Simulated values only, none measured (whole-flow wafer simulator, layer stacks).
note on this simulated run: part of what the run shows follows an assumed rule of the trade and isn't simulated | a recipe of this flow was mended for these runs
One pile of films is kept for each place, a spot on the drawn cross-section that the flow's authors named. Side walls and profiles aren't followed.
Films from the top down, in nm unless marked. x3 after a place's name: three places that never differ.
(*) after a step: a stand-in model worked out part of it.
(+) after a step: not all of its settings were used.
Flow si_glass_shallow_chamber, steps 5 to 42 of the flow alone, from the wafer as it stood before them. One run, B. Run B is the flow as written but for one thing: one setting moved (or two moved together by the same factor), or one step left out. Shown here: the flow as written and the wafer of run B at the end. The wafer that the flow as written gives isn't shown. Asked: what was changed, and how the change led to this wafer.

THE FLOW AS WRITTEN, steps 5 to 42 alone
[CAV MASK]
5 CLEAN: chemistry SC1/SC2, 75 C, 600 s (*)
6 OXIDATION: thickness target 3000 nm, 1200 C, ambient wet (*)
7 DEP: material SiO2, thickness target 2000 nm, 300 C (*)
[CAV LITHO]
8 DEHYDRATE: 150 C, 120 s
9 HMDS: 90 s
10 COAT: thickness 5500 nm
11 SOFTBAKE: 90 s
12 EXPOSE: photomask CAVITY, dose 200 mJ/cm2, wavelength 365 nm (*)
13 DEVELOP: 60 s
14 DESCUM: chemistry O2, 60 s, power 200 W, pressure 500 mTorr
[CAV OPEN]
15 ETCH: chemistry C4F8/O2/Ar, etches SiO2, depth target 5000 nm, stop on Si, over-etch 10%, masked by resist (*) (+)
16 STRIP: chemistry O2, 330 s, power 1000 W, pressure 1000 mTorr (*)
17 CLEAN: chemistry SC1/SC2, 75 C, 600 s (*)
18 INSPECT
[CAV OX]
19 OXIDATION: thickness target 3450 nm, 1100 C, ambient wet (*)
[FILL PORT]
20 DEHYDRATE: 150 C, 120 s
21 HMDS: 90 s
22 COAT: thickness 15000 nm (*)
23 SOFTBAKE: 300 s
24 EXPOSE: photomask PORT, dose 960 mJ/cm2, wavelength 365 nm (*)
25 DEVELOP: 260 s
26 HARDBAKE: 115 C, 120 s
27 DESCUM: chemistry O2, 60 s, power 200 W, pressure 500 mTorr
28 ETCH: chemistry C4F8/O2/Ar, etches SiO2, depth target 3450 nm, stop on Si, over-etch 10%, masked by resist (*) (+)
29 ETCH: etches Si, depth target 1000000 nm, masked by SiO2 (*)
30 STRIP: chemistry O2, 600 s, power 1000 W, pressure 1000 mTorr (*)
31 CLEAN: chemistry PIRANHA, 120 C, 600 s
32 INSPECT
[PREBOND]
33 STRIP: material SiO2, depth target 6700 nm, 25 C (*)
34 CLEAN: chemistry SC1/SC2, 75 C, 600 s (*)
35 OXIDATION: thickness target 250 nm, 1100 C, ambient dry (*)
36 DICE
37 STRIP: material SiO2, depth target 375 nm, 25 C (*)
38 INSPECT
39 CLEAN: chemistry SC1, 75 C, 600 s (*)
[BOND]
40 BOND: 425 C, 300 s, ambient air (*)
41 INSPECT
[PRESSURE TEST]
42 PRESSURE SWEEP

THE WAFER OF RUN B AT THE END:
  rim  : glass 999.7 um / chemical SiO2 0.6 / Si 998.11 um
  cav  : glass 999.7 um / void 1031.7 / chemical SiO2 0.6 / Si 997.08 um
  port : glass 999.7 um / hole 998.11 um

The cause: step 7, DEP: thickness target 2600 nm was run, where the flow has thickness target 2000 nm.

How the change led to this, step by step:
  7 DEP: material SiO2, thickness target 2000 nm, 300 C (*)
      rim, ramp, cav, port, septum, ring: SiO2 +2600 (as written it would be: SiO2 +2000)
  15 ETCH: chemistry C4F8/O2/Ar, etches SiO2, depth target 5000 nm, stop on Si, over-etch 10%, masked by resist (*) (+)
      cav, port: SiO2 -5500 (as written it would be: SiO2 -5000 (all of it), Si -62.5)
  16 STRIP: chemistry O2, 330 s, power 1000 W, pressure 1000 mTorr (*)
      cav, port: nothing (as written it would be: chemical SiO2 +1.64 (new film), Si -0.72)
  17 CLEAN: chemistry SC1/SC2, 75 C, 600 s (*)
      cav, port: SiO2 -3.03 (as written it would be: chemical SiO2 -1.04, Si -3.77)
  19 OXIDATION: thickness target 3450 nm, 1100 C, ambient wet (*)
      cav, port: SiO2 +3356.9, Si -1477 (as written it would be: SiO2 +3450 (new film), chemical SiO2 -0.6 (all of it), Si -1517.7)
      rim, ramp, septum, ring: SiO2 +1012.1, Si -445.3 (as written it would be: SiO2 +1110.9, Si -488.8)
  22 COAT: thickness 15000 nm (*)
      rim: thick-i-line-resist +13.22 um (new film) (as written it would be: thick-i-line-resist +13.4 um (new film))
      ramp: thick-i-line-resist +12.66 um (new film) (as written it would be: thick-i-line-resist +12.89 um (new film))
      (and at 4 more places)
  23 SOFTBAKE: 300 s
      rim: thick-i-line-resist -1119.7 (as written it would be: thick-i-line-resist -997)
      ramp: thick-i-line-resist -552.6 (as written it would be: thick-i-line-resist -487.1)
      (and at 4 more places)
  25 DEVELOP: 260 s
      port: thick-i-line-resist -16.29 um (all of it) (as written it would be: thick-i-line-resist -16.16 um (all of it))
  26 HARDBAKE: 115 C, 120 s
      rim, ramp: thick-i-line-resist -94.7 (as written it would be: thick-i-line-resist -98.2)
  29 ETCH: etches Si, depth target 1000000 nm, masked by SiO2 (*)
      rim, ramp: thick-i-line-resist -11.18 um (all of it), SiO2 -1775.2 (as written it would be: thick-i-line-resist -11.47 um (all of it), SiO2 -1617.3)
      port: hole +997.16 um (new film), Si -997.16 um (all of it) (as written it would be: hole +997.05 um (new film), Si -997.05 um (all of it))
      (and at 2 more places)
  30 STRIP: chemistry O2, 600 s, power 1000 W, pressure 1000 mTorr (*)
      cav: thick-i-line-resist -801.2 (all of it) (as written it would be: thick-i-line-resist -669.6 (all of it))
  33 STRIP: material SiO2, depth target 6700 nm, 25 C (*)
      rim, ramp: SiO2 -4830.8 (all of it) (as written it would be: SiO2 -4487.5 (all of it))
      septum: SiO2 -6219.8 (all of it) (as written it would be: SiO2 -5732.1 (all of it))
      (and at 1 more place)
  40 BOND: 425 C, 300 s, ambient air (*)
      cav: glass +999.7 um (new film), void +1031.7 (new film) (as written it would be: glass +999.7 um (new film), void +1095.9 (new film))
      port: glass +999.7 um (new film), hole +952.5 (as written it would be: glass +999.7 um (new film), hole +1017.3)
